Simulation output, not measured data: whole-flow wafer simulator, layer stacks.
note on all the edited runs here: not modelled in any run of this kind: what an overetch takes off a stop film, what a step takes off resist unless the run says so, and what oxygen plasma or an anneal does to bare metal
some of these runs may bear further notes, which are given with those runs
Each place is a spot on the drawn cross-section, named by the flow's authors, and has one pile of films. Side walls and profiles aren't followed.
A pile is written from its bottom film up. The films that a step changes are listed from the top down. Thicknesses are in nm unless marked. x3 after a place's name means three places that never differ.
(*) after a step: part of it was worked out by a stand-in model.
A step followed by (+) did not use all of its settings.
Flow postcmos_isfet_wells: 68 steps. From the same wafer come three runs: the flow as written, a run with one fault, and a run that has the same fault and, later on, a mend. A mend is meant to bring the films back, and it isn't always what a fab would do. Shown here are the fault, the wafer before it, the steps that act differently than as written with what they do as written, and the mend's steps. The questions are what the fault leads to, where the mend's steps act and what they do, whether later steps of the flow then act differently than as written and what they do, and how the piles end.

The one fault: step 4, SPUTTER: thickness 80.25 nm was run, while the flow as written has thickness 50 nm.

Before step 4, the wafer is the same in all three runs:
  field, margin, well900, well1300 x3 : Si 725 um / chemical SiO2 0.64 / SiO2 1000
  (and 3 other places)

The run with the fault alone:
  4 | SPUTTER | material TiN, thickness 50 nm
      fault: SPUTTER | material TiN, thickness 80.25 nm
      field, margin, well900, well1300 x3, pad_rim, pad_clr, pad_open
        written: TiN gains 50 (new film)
        fault: TiN gains 80.2 (new film)
  Steps further on in the flow that do not act as written (not shown: 1 more step that differs only slightly, by at most 2% or 0.5 nm, whichever is larger):
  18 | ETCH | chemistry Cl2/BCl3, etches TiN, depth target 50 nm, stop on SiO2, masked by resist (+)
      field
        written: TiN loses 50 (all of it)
        fault: TiN loses 50
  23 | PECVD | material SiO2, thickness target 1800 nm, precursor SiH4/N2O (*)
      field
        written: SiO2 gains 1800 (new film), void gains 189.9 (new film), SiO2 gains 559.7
        fault: SiO2 gains 1800 (new film), void gains 190.2 (new film), SiO2 gains 559.8 (new film)
  At field, margin, well900, well1300 x3, pad_rim, pad_clr, pad_open, the piles at the end differ from the flow's by more than 2% or 0.5 nm, whichever is larger.
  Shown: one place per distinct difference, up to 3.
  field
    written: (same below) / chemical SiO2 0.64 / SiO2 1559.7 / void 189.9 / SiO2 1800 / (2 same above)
    fault: (same below) / chemical SiO2 0.64 / SiO2 1000 / TiN 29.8 / SiO2 559.8 / void 190.2 / SiO2 1800 / (2 same above)
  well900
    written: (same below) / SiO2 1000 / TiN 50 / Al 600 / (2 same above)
    fault: (same below) / SiO2 1000 / TiN 80.2 / Al 600 / (2 same above)
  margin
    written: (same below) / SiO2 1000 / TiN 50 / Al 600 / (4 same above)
    fault: (same below) / SiO2 1000 / TiN 80.2 / Al 600 / (4 same above)

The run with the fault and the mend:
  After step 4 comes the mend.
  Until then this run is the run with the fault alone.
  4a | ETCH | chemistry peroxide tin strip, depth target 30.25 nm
      field, margin, well900, well1300 x3, pad_rim, pad_clr, pad_open
        TiN loses 30.2
  None of the later steps of the flow acts differently than as written at any place that is followed.
  By the end, the piles equal the flow's at every place that both follow.
